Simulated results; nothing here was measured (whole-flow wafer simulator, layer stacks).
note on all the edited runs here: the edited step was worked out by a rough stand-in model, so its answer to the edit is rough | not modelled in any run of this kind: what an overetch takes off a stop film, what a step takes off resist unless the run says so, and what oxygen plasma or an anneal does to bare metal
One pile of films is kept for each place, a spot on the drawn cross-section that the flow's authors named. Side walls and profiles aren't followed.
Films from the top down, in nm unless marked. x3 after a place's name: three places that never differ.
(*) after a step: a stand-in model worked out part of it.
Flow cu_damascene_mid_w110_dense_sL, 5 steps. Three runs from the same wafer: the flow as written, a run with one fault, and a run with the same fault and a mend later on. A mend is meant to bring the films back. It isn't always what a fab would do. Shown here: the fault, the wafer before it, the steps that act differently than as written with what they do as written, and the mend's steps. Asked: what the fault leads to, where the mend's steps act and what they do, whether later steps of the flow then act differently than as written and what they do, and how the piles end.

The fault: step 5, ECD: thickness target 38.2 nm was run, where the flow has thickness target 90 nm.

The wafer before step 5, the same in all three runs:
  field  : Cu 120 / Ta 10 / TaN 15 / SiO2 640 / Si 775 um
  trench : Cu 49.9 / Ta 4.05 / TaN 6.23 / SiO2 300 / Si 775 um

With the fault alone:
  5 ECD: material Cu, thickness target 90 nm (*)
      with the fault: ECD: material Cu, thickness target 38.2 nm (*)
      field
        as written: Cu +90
        with the fault: Cu +38.2
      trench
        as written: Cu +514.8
        with the fault: Cu +463
  No later step of the flow acts differently than as written at any place that is followed.
  At the end the piles differ from the flow's by more than 2% or 0.5 nm, whichever is larger, at field, trench.
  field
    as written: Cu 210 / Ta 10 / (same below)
    with the fault: Cu 158.2 / Ta 10 / (same below)
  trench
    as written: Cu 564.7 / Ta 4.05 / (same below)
    with the fault: Cu 512.9 / Ta 4.05 / (same below)

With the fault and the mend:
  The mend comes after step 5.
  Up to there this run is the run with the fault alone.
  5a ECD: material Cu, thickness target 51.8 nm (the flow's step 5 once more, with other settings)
      field, trench
        Cu +51.8
  No later step of the flow acts differently than as written at any place that is followed.
  At the end the piles are the same as the flow's at every place that both follow.
